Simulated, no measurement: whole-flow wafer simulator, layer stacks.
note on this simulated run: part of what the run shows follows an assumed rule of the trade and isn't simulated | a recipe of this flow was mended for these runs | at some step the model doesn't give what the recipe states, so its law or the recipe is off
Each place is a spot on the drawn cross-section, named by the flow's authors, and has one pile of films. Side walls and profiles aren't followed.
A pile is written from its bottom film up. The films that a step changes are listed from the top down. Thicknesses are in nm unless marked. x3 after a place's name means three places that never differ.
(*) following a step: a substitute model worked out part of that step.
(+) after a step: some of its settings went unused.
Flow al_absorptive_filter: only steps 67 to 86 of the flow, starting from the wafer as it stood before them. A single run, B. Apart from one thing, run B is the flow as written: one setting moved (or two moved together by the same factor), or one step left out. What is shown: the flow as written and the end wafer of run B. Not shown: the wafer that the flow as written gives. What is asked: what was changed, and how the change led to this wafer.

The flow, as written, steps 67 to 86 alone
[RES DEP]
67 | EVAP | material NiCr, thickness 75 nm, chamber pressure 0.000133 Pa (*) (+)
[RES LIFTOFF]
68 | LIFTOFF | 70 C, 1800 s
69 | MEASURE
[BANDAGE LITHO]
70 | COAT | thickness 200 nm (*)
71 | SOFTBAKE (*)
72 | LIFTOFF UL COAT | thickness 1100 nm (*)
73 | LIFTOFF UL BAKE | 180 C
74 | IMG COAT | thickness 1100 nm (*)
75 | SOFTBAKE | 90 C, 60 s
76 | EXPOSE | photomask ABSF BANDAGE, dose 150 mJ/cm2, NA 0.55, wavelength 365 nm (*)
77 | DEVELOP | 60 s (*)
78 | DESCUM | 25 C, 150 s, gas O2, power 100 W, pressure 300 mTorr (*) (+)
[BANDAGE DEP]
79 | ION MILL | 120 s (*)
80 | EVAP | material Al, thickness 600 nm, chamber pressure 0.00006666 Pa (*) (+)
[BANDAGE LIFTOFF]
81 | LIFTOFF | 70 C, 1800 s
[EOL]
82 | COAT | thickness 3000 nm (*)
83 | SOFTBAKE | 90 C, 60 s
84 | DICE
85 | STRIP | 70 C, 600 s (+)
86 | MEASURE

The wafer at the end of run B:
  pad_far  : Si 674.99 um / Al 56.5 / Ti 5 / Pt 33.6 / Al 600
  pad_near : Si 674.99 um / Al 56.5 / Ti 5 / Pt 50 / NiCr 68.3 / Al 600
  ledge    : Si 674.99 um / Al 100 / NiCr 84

What caused this: step 67, EVAP: thickness 84 nm was run, though the flow has thickness 75 nm; step 79, ION MILL: 134 s was run, where the flow has 120 s.
The wafer itself shows it: ledge has NiCr 84, and step 67 as written asks for 75 nm.

Step by step, how the change led to this:
  67 | EVAP | material NiCr, thickness 75 nm, chamber pressure 0.000133 Pa (*) (+)
      gnd, pad_far, ledge and 9 more: +84 NiCr (new film) (as written it would have been: +75 NiCr (new film))
      pad_near, res: +83.1 NiCr (new film) (as written it would have been: +74.2 NiCr (new film))
  68 | LIFTOFF | 70 C, 1800 s
      xa_field, xl_land, idc_field: -84 NiCr (all of it), -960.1 i-line-resist (all of it), -1100 lift-off-underlayer (all of it), -200 acrylic-e-beam-resist (all of it) (as written it would have been: -75 NiCr (all of it), -960.1 i-line-resist (all of it), -1100 lift-off-underlayer (all of it), -200 acrylic-e-beam-resist (all of it))
      gnd: -84 NiCr (all of it), -959.5 i-line-resist (all of it), -1100.9 lift-off-underlayer (all of it), -200.6 acrylic-e-beam-resist (all of it) (as written it would have been: -75 NiCr (all of it), -959.5 i-line-resist (all of it), -1100.9 lift-off-underlayer (all of it), -200.6 acrylic-e-beam-resist (all of it))
      (as well as at 7 more places)
  79 | ION MILL | 120 s (*)
      gnd, ledge, res and 9 more: -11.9 i-line-resist (as written it would have been: -10.7 i-line-resist)
      pad_far: -16.4 Pt (as written it would have been: -14.7 Pt)
      (as well as at 1 more place)
  83 | SOFTBAKE | 90 C, 60 s
      ledge: -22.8 i-line-resist (as written it would have been: -22.2 i-line-resist)
      res: -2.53 i-line-resist (as written it would have been: -1.75 i-line-resist)
